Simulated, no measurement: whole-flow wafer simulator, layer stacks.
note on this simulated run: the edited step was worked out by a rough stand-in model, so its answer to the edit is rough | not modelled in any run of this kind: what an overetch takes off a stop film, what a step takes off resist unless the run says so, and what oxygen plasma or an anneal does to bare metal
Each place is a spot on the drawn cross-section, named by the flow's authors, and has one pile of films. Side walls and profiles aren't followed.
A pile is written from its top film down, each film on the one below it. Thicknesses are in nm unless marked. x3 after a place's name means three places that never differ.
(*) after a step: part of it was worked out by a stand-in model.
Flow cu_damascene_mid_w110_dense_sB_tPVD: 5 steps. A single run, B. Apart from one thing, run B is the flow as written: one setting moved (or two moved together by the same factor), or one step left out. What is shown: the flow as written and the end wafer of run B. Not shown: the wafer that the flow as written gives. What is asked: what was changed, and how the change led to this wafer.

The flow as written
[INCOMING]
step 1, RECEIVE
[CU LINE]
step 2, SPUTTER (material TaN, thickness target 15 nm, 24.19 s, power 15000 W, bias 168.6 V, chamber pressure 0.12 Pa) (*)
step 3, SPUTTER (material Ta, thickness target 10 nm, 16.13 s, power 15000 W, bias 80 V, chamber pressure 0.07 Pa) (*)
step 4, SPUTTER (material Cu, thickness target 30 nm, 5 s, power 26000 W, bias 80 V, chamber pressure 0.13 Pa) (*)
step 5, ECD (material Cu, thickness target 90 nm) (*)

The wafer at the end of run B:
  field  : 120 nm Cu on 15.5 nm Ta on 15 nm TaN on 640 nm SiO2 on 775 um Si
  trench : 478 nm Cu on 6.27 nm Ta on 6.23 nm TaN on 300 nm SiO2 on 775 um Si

Cause: step 3, SPUTTER: thickness target 15.5 nm was run, though the flow has thickness target 10 nm; step 3, SPUTTER: 25 s was run, where the flow has 16.13 s.
One can read it off the wafer: field has Ta 15.5, and step 3 as written asks for 10 nm.

How this came from the change, step by step:
  step 3, SPUTTER (material Ta, thickness target 10 nm, 16.13 s, power 15000 W, bias 80 V, chamber pressure 0.07 Pa) (*)
      field: +15.5 Ta (new film) (as written it would have been: +10 Ta (new film))
      trench: +6.27 Ta (new film) (as written it would have been: +4.05 Ta (new film))
